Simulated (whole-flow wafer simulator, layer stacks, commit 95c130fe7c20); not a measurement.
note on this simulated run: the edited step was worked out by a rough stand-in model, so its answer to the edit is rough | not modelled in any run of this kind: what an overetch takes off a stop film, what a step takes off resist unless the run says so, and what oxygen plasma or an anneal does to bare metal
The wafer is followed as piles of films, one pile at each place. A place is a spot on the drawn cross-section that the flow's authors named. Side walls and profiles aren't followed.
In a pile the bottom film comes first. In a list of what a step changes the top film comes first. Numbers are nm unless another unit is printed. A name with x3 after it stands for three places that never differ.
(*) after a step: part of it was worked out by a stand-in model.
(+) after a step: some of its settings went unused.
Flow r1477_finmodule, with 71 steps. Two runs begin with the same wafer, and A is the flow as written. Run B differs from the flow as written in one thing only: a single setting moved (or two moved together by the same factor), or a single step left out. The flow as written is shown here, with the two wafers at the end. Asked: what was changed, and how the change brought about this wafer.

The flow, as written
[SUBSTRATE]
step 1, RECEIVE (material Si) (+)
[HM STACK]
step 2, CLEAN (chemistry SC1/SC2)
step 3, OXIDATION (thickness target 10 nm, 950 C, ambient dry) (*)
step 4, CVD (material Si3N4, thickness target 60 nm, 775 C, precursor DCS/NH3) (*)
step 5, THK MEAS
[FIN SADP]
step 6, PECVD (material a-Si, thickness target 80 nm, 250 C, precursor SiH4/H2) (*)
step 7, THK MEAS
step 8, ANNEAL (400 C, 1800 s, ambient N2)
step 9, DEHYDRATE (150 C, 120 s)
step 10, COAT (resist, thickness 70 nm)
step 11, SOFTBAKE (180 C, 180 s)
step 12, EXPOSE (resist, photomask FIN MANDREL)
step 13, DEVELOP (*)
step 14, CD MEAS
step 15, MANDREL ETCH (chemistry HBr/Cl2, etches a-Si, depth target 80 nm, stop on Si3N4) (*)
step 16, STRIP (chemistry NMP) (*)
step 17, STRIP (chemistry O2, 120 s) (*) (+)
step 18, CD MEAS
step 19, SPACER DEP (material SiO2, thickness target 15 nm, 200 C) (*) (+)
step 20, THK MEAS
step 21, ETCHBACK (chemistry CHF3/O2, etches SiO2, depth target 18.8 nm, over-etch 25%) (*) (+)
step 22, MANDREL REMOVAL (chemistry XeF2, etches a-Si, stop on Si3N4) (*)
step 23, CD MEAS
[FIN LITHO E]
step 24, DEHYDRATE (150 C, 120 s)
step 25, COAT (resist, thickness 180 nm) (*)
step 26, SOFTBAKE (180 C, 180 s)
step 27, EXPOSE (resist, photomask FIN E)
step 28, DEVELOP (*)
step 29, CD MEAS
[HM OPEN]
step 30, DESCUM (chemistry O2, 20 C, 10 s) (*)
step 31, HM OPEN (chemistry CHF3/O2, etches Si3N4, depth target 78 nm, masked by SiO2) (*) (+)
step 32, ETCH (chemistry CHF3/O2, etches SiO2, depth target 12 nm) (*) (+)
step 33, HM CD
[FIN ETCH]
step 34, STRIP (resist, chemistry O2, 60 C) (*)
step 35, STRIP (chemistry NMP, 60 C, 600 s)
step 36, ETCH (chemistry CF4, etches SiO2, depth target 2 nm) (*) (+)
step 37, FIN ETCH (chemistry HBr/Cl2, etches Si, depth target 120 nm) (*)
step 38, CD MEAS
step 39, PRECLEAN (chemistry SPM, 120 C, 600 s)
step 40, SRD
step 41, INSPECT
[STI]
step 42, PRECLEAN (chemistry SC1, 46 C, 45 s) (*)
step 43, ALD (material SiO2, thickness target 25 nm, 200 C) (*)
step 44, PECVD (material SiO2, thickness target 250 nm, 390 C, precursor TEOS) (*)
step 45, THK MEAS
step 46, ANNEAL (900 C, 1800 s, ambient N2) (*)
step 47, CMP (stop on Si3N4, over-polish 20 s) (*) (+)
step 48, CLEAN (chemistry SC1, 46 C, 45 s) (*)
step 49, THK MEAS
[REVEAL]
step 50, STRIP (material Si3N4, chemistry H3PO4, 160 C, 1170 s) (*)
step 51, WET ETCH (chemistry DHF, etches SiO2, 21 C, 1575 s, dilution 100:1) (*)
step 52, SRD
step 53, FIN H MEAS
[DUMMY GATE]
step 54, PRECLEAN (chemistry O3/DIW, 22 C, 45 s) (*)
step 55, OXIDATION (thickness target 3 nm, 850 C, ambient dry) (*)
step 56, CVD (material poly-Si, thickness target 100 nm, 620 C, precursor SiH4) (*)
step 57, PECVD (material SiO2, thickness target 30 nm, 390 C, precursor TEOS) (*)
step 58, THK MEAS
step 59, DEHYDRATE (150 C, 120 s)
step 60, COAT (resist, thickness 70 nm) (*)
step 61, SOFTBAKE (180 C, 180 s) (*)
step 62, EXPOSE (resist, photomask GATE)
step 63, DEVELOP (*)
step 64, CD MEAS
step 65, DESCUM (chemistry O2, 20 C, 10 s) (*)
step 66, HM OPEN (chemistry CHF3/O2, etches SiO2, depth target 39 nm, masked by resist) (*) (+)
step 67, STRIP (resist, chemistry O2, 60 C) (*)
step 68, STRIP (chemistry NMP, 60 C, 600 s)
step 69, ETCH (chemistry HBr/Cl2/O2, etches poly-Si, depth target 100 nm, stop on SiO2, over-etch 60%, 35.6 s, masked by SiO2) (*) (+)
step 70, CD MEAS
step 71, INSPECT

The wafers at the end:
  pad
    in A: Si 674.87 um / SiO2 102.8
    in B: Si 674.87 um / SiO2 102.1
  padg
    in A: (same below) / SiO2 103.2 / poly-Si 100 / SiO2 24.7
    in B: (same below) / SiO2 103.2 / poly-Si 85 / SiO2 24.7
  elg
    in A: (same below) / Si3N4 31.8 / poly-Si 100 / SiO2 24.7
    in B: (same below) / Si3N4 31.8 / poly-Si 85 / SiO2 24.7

What caused this: step 56, CVD: thickness target 85 nm was run, whereas the flow has thickness target 100 nm.
The wafer lets one read it off: padg has poly-Si 85, and step 56 as written asks for 100 nm.

Step by step, how the change led to this:
  step 56, CVD (material poly-Si, thickness target 100 nm, 620 C, precursor SiH4) (*)
      pad, padg, elg and 26 more: A +100 poly-Si (new film) | B +85 poly-Si (new film)
      s40cg, s40co: A +113.9 poly-Si (new film) | B +98.6 poly-Si (new film)
      (as well as at 5 more places)
  step 69, ETCH (chemistry HBr/Cl2/O2, etches poly-Si, depth target 100 nm, stop on SiO2, over-etch 60%, 35.6 s, masked by SiO2) (*) (+)
      pad, eso, e40so and 8 more: A -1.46 chemical SiO2 (all of it), -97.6 poly-Si (all of it), -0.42 SiO2 | B -1.46 chemical SiO2 (all of it), -82.6 poly-Si (all of it), -1.17 SiO2
      elo, e40lo, e100lo, e200lo: A -1.46 chemical SiO2 (all of it), -97.6 poly-Si (all of it), -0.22 Si3N4 | B -1.46 chemical SiO2 (all of it), -82.6 poly-Si (all of it), -1.59 Si3N4
      (as well as at 3 more places)
